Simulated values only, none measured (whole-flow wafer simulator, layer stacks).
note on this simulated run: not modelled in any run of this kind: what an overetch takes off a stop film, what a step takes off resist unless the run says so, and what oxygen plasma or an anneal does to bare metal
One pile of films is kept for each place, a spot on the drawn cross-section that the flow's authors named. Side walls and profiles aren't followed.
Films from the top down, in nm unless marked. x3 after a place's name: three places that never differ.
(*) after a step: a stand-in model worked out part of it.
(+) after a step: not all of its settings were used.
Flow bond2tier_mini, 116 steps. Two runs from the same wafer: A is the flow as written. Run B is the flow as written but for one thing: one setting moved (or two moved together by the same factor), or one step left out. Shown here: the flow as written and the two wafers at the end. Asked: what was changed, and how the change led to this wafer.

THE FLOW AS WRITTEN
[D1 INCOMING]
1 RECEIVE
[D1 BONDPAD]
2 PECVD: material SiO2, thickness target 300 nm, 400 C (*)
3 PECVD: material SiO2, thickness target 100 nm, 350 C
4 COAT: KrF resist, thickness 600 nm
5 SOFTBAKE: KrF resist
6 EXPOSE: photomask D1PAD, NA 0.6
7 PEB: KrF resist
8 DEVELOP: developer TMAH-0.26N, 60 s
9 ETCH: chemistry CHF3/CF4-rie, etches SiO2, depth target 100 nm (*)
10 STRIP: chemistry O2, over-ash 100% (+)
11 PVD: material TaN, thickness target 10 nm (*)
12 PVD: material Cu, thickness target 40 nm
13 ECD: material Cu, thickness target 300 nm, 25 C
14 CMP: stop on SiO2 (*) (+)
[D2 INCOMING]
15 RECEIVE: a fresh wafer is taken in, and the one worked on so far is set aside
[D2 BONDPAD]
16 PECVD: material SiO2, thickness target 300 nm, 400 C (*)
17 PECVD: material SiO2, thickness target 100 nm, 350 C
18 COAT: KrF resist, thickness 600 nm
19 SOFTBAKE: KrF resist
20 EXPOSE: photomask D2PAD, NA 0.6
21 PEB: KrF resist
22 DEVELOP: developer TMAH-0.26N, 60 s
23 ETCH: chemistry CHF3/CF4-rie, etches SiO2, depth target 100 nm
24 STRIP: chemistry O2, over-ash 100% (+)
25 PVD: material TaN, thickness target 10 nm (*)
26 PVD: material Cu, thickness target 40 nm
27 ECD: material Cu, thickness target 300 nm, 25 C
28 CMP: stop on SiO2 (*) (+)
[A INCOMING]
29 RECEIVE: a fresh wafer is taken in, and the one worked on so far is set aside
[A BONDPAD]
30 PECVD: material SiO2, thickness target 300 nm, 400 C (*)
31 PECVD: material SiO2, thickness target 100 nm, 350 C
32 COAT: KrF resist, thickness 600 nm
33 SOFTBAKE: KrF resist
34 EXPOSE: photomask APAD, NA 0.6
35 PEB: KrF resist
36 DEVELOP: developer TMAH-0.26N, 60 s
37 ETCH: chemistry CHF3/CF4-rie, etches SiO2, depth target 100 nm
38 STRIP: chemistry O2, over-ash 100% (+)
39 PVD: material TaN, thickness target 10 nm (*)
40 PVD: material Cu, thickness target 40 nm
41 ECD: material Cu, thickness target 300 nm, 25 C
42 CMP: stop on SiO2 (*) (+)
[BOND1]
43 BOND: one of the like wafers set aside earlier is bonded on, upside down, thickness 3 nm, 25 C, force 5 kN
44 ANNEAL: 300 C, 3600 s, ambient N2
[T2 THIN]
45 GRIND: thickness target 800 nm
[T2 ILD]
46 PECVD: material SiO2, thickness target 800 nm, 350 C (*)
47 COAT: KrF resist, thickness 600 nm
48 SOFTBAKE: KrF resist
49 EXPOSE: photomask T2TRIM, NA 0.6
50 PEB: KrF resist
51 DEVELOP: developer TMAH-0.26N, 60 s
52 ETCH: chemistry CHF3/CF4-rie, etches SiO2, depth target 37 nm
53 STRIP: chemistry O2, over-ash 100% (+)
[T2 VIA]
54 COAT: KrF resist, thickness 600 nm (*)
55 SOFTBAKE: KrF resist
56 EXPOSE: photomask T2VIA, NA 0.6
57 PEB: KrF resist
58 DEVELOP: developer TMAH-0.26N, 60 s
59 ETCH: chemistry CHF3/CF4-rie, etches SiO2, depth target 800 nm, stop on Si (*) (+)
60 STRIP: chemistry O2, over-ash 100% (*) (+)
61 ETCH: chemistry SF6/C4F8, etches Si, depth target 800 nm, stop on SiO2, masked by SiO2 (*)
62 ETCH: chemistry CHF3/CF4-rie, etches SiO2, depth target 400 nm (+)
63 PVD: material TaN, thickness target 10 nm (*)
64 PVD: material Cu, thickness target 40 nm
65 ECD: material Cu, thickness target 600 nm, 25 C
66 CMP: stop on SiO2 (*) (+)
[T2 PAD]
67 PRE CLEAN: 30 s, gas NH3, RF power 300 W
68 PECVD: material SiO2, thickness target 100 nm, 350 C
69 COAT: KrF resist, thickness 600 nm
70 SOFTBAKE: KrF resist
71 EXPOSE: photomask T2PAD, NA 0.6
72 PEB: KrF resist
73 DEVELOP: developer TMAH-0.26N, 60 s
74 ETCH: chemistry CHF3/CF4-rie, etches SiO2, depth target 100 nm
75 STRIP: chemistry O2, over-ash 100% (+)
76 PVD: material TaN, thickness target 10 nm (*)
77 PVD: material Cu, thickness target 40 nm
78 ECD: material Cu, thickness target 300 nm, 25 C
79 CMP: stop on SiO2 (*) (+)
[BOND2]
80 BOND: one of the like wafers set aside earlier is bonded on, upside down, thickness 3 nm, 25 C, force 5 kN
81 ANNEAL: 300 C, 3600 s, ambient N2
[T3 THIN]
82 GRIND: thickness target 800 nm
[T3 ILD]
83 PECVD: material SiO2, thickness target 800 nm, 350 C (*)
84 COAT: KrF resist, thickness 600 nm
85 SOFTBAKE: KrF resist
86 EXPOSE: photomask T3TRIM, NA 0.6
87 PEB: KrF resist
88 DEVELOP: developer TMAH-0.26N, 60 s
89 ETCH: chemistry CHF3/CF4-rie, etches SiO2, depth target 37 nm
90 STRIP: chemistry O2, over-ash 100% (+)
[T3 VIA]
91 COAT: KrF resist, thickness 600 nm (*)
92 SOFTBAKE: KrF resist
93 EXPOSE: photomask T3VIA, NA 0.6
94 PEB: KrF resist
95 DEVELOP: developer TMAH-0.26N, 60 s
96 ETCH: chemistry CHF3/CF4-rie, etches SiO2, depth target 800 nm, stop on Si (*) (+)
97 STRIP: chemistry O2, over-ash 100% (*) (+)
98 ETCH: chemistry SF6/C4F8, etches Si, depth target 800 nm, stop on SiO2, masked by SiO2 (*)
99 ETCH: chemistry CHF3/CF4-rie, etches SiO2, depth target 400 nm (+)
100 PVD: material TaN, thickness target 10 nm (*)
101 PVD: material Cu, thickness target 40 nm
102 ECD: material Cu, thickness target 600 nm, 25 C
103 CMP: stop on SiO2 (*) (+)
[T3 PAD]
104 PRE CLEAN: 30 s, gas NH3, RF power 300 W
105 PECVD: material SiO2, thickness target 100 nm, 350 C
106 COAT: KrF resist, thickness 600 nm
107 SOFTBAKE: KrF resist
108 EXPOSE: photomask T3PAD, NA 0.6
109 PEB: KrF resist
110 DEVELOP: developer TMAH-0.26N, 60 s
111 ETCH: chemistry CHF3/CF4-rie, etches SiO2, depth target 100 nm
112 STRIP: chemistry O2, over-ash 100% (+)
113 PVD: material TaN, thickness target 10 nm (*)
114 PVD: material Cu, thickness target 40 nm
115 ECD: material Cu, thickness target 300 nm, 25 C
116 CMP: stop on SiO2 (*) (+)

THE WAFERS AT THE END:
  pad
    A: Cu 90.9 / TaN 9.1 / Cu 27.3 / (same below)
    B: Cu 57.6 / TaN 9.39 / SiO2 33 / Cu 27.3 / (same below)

The cause: step 111, ETCH: depth target 67 nm was run, where the flow has depth target 100 nm.

How the change led to this, step by step:
  111 ETCH: chemistry CHF3/CF4-rie, etches SiO2, depth target 100 nm
      pad: A SiO2 -100 (all of it) | B SiO2 -67
      field: A KrF resist -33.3 | B KrF resist -22.3
  114 PVD: material Cu, thickness target 40 nm
      pad: A Cu +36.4 (new film) | B Cu +37.6 (new film)
  115 ECD: material Cu, thickness target 300 nm, 25 C
      pad: A Cu +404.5 | B Cu +370
Counting metal films that touch as one body, pad has 4 bodies (between them, from the top down: SiO2 33; SiO2 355 / Si 800 / chemical SiO2 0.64 / SiO2 300; SiO2 355 / Si 800 / chemical SiO2 0.64 / SiO2 300); the flow as written gives 3 bodies (between them, from the top down: SiO2 355 / Si 800 / chemical SiO2 0.64 / SiO2 300; SiO2 355 / Si 800 / chemical SiO2 0.64 / SiO2 300).
